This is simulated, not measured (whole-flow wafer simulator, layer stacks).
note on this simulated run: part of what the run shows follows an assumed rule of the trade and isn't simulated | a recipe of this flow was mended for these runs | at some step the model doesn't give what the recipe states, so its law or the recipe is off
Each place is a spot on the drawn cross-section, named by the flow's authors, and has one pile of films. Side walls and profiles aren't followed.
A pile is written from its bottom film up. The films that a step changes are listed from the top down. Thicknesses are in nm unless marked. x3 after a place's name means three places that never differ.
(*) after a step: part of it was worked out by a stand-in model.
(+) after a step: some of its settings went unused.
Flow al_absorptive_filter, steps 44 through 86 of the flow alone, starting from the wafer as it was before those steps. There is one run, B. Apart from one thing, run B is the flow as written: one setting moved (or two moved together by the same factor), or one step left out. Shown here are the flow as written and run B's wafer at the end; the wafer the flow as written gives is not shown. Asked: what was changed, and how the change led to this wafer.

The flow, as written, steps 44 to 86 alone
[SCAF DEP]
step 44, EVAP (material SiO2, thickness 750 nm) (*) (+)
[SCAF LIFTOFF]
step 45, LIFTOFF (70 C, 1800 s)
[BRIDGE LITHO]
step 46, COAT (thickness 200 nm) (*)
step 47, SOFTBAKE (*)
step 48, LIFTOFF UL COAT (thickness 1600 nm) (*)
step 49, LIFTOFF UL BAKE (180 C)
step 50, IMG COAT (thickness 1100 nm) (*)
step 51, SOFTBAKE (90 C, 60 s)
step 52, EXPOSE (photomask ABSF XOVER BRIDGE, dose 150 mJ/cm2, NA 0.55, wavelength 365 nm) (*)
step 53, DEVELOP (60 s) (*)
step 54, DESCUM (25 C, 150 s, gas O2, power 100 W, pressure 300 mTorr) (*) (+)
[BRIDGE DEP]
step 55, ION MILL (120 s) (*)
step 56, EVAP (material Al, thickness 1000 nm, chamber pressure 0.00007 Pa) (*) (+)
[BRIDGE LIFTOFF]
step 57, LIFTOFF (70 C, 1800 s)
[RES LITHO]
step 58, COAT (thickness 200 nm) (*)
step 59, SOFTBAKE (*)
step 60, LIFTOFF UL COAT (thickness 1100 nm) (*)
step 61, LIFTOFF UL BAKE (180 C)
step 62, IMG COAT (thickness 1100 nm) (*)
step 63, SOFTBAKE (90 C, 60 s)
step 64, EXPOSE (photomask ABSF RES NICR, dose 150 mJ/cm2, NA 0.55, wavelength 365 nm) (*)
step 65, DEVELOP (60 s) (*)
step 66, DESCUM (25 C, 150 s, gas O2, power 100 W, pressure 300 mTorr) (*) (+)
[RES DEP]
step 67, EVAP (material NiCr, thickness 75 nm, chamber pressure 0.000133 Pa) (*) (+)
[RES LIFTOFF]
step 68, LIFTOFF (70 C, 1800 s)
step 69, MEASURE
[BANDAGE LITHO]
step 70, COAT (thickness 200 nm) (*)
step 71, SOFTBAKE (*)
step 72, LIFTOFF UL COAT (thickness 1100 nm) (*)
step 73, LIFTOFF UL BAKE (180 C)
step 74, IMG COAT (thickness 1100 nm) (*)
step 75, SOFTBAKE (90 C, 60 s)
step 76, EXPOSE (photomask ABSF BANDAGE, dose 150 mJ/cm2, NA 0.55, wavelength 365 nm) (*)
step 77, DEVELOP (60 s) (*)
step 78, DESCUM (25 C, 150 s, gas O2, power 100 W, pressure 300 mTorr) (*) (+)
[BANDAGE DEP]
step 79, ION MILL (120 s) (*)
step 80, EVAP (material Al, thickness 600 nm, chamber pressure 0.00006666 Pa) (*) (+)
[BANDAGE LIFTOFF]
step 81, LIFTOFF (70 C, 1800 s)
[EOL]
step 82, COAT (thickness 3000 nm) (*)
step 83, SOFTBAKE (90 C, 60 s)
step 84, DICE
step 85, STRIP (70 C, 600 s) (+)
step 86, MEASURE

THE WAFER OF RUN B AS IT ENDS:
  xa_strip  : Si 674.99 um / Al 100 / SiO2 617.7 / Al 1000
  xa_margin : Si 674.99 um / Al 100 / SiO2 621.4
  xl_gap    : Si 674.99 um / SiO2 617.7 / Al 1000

What caused this: step 44, EVAP: thickness 642 nm was run, while the flow as written has thickness 750 nm.

How this came from the change, step by step:
  step 44, EVAP (material SiO2, thickness 750 nm) (*) (+)
      gnd, pad_far, pad_near and 10 more: +642 SiO2 (new film) (as written it would have been: +750 SiO2 (new film))
      xa_margin: +621.4 SiO2 (new film) (as written it would have been: +726 SiO2 (new film))
  step 45, LIFTOFF (70 C, 1800 s)
      gnd, xa_field, xl_land, idc_field: -642 SiO2 (all of it), -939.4 i-line-resist (all of it), -1100 lift-off-underlayer (all of it), -200 acrylic-e-beam-resist (all of it) (as written it would have been: -750 SiO2 (all of it), -939.4 i-line-resist (all of it), -1100 lift-off-underlayer (all of it), -200 acrylic-e-beam-resist (all of it))
      pad_far: -642 SiO2 (all of it), -937 i-line-resist (all of it), -1092.7 lift-off-underlayer (all of it), -198.5 acrylic-e-beam-resist (all of it) (as written it would have been: -750 SiO2 (all of it), -937 i-line-resist (all of it), -1092.7 lift-off-underlayer (all of it), -198.5 acrylic-e-beam-resist (all of it))
      (also at 5 further places)
  step 46, COAT (thickness 200 nm) (*)
      xa_margin: +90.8 acrylic-e-beam-resist (new film) (as written it would have been: +87.1 acrylic-e-beam-resist (new film))
      xa_strip: +165.5 acrylic-e-beam-resist (new film) (as written it would have been: +156.7 acrylic-e-beam-resist (new film))
      (also at 2 further places)
  step 48, LIFTOFF UL COAT (thickness 1600 nm) (*)
      xa_margin: +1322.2 lift-off-underlayer (new film) (as written it would have been: +1268 lift-off-underlayer (new film))
      xa_strip: +1264.2 lift-off-underlayer (new film) (as written it would have been: +1219 lift-off-underlayer (new film))
      (also at 2 further places)
  step 50, IMG COAT (thickness 1100 nm) (*)
      xa_strip: +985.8 i-line-resist (new film) (as written it would have been: +962 i-line-resist (new film))
      xl_turn: +993.2 i-line-resist (new film) (as written it would have been: +969.7 i-line-resist (new film))
  step 53, DEVELOP (60 s) (*)
      xa_strip: -984.2 i-line-resist (all of it), -1264.2 lift-off-underlayer (all of it) (as written it would have been: -960.1 i-line-resist (all of it), -1219 lift-off-underlayer (all of it))
      xl_gap: -1019.5 i-line-resist (all of it), -1369.8 lift-off-underlayer (all of it) (as written it would have been: -1001.2 i-line-resist (all of it), -1316.9 lift-off-underlayer (all of it))
      (also at 1 further place)
  step 54, DESCUM (25 C, 150 s, gas O2, power 100 W, pressure 300 mTorr) (*) (+)
      xa_strip: -165.5 acrylic-e-beam-resist (all of it) (as written it would have been: -156.7 acrylic-e-beam-resist (all of it))
      xl_gap: -107.3 acrylic-e-beam-resist (all of it) (as written it would have been: -97.9 acrylic-e-beam-resist (all of it))
      (also at 1 further place)
  step 57, LIFTOFF (70 C, 1800 s)
      xa_margin: -1000 Al (all of it), -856 i-line-resist (all of it), -1322.2 lift-off-underlayer (all of it), -90.8 acrylic-e-beam-resist (all of it) (as written it would have been: -1000 Al (all of it), -836.1 i-line-resist (all of it), -1268 lift-off-underlayer (all of it), -87.1 acrylic-e-beam-resist (all of it))
  step 58, COAT (thickness 200 nm) (*)
      xa_margin: +306 acrylic-e-beam-resist (new film) (as written it would have been: +288.1 acrylic-e-beam-resist (new film))
      xa_strip: +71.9 acrylic-e-beam-resist (new film) (as written it would have been: +66.9 acrylic-e-beam-resist (new film))
      (also at 2 further places)
  step 60, LIFTOFF UL COAT (thickness 1100 nm) (*)
      xa_margin: +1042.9 lift-off-underlayer (new film) (as written it would have been: +1021 lift-off-underlayer (new film))
      xa_strip: +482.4 lift-off-underlayer (new film) (as written it would have been: +459.8 lift-off-underlayer (new film))
      (also at 2 further places)
  step 62, IMG COAT (thickness 1100 nm) (*)
      xa_margin: +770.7 i-line-resist (new film) (as written it would have been: +741.1 i-line-resist (new film))
      xa_strip: +617.7 i-line-resist (new film) (as written it would have been: +577.9 i-line-resist (new film))
      (also at 2 further places)
  step 68, LIFTOFF (70 C, 1800 s)
      xa_margin: -75 NiCr (all of it), -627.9 i-line-resist (all of it), -1042.9 lift-off-underlayer (all of it), -306 acrylic-e-beam-resist (all of it) (as written it would have been: -75 NiCr (all of it), -598.1 i-line-resist (all of it), -1021 lift-off-underlayer (all of it), -288.1 acrylic-e-beam-resist (all of it))
      xa_strip: -75 NiCr (all of it), -473 i-line-resist (all of it), -482.4 lift-off-underlayer (all of it), -71.9 acrylic-e-beam-resist (all of it) (as written it would have been: -75 NiCr (all of it), -433.3 i-line-resist (all of it), -459.8 lift-off-underlayer (all of it), -66.9 acrylic-e-beam-resist (all of it))
      (also at 2 further places)
  step 70, COAT (thickness 200 nm) (*)
      xa_margin: +306 acrylic-e-beam-resist (new film) (as written it would have been: +288.1 acrylic-e-beam-resist (new film))
      xa_strip: +71.9 acrylic-e-beam-resist (new film) (as written it would have been: +66.9 acrylic-e-beam-resist (new film))
      (also at 2 further places)
  step 72, LIFTOFF UL COAT (thickness 1100 nm) (*)
      xa_margin: +1042.9 lift-off-underlayer (new film) (as written it would have been: +1021 lift-off-underlayer (new film))
      xa_strip: +482.4 lift-off-underlayer (new film) (as written it would have been: +459.8 lift-off-underlayer (new film))
      (also at 2 further places)
  step 74, IMG COAT (thickness 1100 nm) (*)
      xa_margin: +770.7 i-line-resist (new film) (as written it would have been: +741.1 i-line-resist (new film))
      xa_strip: +617.7 i-line-resist (new film) (as written it would have been: +577.9 i-line-resist (new film))
      (also at 2 further places)
  step 81, LIFTOFF (70 C, 1800 s)
      xa_margin: -600 Al (all of it), -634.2 i-line-resist (all of it), -1042.9 lift-off-underlayer (all of it), -306 acrylic-e-beam-resist (all of it) (as written it would have been: -600 Al (all of it), -604.4 i-line-resist (all of it), -1021 lift-off-underlayer (all of it), -288.1 acrylic-e-beam-resist (all of it))
      xa_strip: -600 Al (all of it), -479.3 i-line-resist (all of it), -482.4 lift-off-underlayer (all of it), -71.9 acrylic-e-beam-resist (all of it) (as written it would have been: -600 Al (all of it), -439.6 i-line-resist (all of it), -459.8 lift-off-underlayer (all of it), -66.9 acrylic-e-beam-resist (all of it))
      (also at 2 further places)
  ... another 2 steps ...
  step 85, STRIP (70 C, 600 s) (+)
      xa_margin: -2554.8 i-line-resist (all of it) (as written it would have been: -2469.3 i-line-resist (all of it))
      xa_strip: -1564.8 i-line-resist (all of it) (as written it would have been: -1477 i-line-resist (all of it))
      (also at 2 further places)
